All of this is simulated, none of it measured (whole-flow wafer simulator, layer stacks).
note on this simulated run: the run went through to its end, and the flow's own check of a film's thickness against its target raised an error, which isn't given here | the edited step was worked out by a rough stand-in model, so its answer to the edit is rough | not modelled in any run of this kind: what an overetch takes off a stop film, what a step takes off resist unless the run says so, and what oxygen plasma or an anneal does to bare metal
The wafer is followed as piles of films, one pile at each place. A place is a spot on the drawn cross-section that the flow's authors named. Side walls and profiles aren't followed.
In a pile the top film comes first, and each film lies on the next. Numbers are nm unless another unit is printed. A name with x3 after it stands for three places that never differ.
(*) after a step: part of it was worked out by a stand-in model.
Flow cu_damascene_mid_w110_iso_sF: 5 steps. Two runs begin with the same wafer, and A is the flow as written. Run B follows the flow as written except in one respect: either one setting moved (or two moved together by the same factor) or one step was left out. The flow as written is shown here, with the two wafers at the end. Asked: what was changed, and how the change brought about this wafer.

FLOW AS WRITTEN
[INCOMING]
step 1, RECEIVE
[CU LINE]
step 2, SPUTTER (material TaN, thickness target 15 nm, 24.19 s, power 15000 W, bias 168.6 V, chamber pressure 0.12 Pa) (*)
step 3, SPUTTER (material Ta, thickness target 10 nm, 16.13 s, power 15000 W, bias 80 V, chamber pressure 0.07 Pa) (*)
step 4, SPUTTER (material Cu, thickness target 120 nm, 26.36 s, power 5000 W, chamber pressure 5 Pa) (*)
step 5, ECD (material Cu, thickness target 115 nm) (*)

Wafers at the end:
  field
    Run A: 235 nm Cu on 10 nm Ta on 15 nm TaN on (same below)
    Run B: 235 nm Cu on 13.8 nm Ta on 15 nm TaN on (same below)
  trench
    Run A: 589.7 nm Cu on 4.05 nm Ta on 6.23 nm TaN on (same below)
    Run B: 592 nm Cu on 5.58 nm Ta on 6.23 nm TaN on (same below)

Cause: step 3, SPUTTER: thickness target 13.8 nm was run, whereas the flow has thickness target 10 nm; step 3, SPUTTER: 22.18 s was run, where the flow has 16.13 s.
One can read it off the wafer: field has Ta 13.8, and step 3 as written asks for 10 nm.

Step by step, how the change led to this:
  step 3, SPUTTER (material Ta, thickness target 10 nm, 16.13 s, power 15000 W, bias 80 V, chamber pressure 0.07 Pa) (*)
      field: A Ta gains 10 (new film) | B Ta gains 13.8 (new film)
      trench: A Ta gains 4.05 (new film) | B Ta gains 5.58 (new film)
